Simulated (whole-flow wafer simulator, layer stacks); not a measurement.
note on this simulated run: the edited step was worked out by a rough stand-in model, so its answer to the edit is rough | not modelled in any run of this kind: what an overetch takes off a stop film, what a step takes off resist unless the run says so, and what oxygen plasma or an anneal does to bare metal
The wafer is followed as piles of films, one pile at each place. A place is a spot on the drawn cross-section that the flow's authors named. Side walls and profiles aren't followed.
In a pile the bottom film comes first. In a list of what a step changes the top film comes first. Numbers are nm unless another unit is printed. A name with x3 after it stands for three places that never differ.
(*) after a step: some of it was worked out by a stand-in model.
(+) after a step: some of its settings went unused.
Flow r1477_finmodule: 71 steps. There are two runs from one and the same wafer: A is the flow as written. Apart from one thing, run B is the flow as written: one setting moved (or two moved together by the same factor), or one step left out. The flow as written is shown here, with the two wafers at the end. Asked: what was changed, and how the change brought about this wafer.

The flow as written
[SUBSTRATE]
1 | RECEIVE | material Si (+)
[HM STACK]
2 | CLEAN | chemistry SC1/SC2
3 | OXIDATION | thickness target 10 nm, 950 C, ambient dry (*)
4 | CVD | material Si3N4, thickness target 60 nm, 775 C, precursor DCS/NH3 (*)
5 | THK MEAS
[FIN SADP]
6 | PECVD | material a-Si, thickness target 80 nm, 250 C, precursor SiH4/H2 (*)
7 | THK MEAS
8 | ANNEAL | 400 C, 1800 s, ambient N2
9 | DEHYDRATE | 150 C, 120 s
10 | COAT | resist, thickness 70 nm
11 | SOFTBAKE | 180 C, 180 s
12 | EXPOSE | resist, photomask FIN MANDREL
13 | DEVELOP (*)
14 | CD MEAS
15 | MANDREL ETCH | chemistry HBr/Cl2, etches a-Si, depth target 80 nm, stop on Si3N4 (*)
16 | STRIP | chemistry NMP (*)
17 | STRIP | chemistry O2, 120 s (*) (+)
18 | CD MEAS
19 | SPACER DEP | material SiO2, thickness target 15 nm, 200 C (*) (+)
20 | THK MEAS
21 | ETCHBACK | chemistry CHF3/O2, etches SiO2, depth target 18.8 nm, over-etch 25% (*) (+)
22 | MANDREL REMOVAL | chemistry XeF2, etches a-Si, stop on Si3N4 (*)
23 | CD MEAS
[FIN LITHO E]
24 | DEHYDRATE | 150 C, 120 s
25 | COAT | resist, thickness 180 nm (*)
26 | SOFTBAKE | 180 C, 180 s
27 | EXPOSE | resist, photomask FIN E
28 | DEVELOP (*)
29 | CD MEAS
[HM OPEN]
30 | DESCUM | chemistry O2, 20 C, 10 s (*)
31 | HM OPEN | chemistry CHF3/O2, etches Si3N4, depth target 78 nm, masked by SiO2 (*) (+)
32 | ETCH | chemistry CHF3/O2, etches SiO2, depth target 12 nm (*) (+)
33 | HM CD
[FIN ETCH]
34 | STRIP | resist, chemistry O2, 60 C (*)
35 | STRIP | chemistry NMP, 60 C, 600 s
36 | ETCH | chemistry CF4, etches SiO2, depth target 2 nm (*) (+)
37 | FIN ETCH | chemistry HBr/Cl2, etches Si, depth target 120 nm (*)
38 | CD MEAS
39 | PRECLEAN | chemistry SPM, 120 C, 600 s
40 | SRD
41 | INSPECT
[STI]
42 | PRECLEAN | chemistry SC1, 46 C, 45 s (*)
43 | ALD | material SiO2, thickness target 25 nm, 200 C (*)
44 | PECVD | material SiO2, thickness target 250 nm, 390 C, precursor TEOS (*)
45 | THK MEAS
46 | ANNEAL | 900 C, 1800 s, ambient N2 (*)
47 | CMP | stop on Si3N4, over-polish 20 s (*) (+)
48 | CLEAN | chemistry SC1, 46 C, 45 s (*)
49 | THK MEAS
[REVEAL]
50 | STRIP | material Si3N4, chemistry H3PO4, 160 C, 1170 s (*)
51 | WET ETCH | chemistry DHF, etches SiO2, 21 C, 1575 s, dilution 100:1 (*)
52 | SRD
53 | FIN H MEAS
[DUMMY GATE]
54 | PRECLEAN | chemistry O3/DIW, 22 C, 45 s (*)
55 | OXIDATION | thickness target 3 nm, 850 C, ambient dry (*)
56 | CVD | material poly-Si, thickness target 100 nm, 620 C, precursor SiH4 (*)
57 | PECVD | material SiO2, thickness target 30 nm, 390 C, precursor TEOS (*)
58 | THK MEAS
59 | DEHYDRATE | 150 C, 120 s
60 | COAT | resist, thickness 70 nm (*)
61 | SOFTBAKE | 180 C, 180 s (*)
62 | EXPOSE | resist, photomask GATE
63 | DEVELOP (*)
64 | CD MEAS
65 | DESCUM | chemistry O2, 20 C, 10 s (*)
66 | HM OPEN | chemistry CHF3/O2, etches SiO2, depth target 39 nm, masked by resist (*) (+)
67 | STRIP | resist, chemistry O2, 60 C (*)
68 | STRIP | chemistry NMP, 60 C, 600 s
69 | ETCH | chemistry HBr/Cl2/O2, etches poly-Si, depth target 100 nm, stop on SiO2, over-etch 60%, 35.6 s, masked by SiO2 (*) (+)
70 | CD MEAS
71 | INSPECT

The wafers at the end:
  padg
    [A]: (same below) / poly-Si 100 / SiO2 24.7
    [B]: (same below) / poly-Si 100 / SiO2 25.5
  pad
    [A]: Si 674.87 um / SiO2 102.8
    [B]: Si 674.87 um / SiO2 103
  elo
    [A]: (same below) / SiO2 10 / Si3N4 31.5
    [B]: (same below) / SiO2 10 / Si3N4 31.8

The reason: step 69, ETCH: depth target 85 nm was run, while the flow as written has depth target 100 nm; step 69, ETCH: 30.3 s was run, where the flow has 35.6 s.

Step by step, how the change led to this:
  69 | ETCH | chemistry HBr/Cl2/O2, etches poly-Si, depth target 100 nm, stop on SiO2, over-etch 60%, 35.6 s, masked by SiO2 (*) (+)
      padg, elg, esg and 15 more: A SiO2 loses 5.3 | B SiO2 loses 4.5
